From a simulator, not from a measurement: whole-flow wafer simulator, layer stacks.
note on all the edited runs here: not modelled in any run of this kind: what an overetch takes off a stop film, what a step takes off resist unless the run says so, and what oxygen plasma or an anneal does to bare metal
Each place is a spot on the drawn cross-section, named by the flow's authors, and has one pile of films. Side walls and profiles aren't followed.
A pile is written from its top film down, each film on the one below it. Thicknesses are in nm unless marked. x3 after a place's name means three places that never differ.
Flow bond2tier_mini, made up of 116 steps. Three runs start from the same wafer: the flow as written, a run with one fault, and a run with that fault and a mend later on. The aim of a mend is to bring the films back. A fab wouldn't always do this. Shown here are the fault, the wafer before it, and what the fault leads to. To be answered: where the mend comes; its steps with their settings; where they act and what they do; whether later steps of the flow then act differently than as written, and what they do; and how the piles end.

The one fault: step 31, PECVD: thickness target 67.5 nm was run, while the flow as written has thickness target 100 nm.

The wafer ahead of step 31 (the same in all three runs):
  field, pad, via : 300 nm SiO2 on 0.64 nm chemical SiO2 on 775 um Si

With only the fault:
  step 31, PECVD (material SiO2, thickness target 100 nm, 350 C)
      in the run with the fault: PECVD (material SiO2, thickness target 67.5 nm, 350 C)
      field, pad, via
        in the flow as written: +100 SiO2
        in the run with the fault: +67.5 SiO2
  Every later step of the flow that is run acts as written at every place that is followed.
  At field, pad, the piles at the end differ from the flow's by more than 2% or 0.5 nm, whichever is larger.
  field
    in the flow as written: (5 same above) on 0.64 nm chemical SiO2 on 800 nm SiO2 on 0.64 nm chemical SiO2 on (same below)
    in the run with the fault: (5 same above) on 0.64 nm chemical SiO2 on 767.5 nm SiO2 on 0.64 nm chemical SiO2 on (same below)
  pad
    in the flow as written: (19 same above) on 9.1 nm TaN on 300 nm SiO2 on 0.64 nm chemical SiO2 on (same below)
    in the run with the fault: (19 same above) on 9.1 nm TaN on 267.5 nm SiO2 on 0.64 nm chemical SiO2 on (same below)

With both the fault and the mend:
  After step 31 comes the mend.
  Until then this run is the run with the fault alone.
  step 31a, PECVD (material SiO2, thickness target 32.5 nm, 350 C) (the flow's step 31, run once more with other settings)
      field, pad, via
        +32.5 SiO2
  Every later step of the flow that is run acts as written at every place that is followed.
  At every place that both follow, the piles at the end match the flow's.
